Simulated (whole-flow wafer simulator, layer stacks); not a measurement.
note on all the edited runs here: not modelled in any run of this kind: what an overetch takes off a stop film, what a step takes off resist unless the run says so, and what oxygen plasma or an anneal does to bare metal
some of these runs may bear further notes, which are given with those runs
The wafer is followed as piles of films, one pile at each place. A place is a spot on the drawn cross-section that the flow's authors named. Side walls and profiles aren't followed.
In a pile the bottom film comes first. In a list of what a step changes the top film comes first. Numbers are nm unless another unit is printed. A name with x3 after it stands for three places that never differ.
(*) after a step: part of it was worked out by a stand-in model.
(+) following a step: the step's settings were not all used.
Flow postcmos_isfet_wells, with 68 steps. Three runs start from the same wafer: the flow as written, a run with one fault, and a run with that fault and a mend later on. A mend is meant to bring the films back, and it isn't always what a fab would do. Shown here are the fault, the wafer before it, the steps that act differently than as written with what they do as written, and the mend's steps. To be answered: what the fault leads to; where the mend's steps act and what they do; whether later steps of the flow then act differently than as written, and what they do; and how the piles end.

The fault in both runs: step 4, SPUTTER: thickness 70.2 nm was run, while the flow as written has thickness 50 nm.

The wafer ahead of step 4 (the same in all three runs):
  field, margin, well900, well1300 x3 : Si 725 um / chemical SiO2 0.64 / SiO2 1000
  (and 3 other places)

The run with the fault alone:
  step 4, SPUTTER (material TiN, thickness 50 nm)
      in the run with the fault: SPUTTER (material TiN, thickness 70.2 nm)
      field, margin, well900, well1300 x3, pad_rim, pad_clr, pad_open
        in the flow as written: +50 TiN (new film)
        in the run with the fault: +70.2 TiN (new film)
  Later steps of the flow acting differently than as written (1 more step, not shown, differs only slightly: by at most 2% or 0.5 nm, whichever is larger):
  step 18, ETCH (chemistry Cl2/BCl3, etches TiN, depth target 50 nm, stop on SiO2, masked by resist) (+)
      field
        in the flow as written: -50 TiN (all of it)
        in the run with the fault: -50 TiN
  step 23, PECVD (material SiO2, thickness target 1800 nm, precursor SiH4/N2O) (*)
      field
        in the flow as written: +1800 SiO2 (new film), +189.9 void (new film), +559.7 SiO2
        in the run with the fault: +1800 SiO2 (new film), +190.2 void (new film), +559.8 SiO2 (new film)
  By the end, the piles at field, margin, well900, well1300 x3, pad_rim, pad_clr, pad_open depart from the flow's by more than 2% or 0.5 nm, whichever is larger.
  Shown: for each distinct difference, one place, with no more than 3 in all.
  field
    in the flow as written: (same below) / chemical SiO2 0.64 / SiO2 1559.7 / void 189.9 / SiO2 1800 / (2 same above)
    in the run with the fault: (same below) / chemical SiO2 0.64 / SiO2 1000 / TiN 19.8 / SiO2 559.8 / void 190.2 / SiO2 1800 / (2 same above)
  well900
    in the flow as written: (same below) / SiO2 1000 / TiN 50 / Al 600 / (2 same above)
    in the run with the fault: (same below) / SiO2 1000 / TiN 70.2 / Al 600 / (2 same above)
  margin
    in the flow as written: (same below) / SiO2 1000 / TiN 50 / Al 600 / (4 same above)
    in the run with the fault: (same below) / SiO2 1000 / TiN 70.2 / Al 600 / (4 same above)

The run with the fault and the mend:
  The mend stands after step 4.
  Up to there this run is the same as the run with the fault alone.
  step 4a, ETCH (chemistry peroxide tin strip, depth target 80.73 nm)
      field, margin, well900, well1300 x3, pad_rim, pad_clr, pad_open
        -70.2 TiN (all of it)
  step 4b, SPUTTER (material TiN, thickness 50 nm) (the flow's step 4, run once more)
      field, margin, well900, well1300 x3, pad_rim, pad_clr, pad_open
        +50 TiN (new film)
  Every later step of the flow that is run acts as written at every place that is followed.
  By the end, the piles equal the flow's at every place that both follow.
